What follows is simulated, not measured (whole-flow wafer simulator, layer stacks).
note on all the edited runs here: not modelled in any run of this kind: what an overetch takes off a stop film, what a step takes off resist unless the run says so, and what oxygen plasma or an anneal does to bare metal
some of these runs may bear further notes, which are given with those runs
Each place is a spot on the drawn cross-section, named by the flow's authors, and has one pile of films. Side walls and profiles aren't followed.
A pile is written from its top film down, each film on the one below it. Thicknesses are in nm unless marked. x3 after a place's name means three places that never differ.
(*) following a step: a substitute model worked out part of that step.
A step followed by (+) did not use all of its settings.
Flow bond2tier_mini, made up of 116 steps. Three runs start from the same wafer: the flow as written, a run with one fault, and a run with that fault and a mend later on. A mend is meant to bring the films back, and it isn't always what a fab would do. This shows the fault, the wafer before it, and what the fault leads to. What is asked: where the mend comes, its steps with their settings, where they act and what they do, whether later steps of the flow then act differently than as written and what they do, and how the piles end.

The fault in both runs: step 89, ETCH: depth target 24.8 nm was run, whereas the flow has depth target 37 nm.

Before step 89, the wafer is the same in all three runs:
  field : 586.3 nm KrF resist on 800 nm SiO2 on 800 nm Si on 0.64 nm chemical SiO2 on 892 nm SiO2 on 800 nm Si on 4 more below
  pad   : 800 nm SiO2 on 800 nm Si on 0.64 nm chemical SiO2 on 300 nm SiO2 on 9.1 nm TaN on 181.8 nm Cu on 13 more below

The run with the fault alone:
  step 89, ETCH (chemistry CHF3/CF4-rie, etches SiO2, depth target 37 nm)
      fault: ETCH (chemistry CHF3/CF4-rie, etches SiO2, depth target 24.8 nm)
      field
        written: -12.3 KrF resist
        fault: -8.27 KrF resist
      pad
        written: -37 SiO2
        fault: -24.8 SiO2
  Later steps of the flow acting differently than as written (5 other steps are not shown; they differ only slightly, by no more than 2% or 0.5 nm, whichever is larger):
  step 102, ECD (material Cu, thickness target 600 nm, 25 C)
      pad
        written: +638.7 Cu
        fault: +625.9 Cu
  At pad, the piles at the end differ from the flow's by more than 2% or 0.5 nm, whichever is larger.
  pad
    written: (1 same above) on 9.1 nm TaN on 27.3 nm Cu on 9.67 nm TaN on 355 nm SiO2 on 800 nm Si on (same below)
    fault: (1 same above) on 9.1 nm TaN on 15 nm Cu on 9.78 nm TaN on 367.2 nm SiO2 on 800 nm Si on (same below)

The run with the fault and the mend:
  The mend follows step 90.
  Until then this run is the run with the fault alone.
  step 90a, COAT (KrF resist, thickness 600 nm) (*) (the flow's step 84, run once more)
      field
        +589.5 KrF resist (new film)
      pad
        +611 KrF resist (new film)
  step 90b, SOFTBAKE (KrF resist) (the flow's step 85, run once more)
      does not change any film at any place that is followed
  step 90c, EXPOSE (photomask T3TRIM, NA 0.6) (the flow's step 86, run once more)
      does not change any film at any place that is followed
  step 90d, PEB (KrF resist) (the flow's step 87, run once more)
      does not change any film at any place that is followed
  step 90e, DEVELOP (developer TMAH-0.26N, 60 s) (the flow's step 88, run once more)
      field
        -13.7 KrF resist
      pad
        -611 KrF resist (all of it)
  step 90f, ETCH (chemistry CHF3/CF4-rie, etches SiO2, depth target 12.2 nm) (the flow's step 89, run once more with other settings)
      field
        -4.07 KrF resist
      pad
        -12.2 SiO2
  step 90g, STRIP (chemistry O2, over-ash 100%) (+) (the flow's step 90, run once more)
      field
        -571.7 KrF resist (all of it)
  None of the later steps of the flow acts differently than as written at any place that is followed.
  The piles end the same as the flow's at every place that both follow.
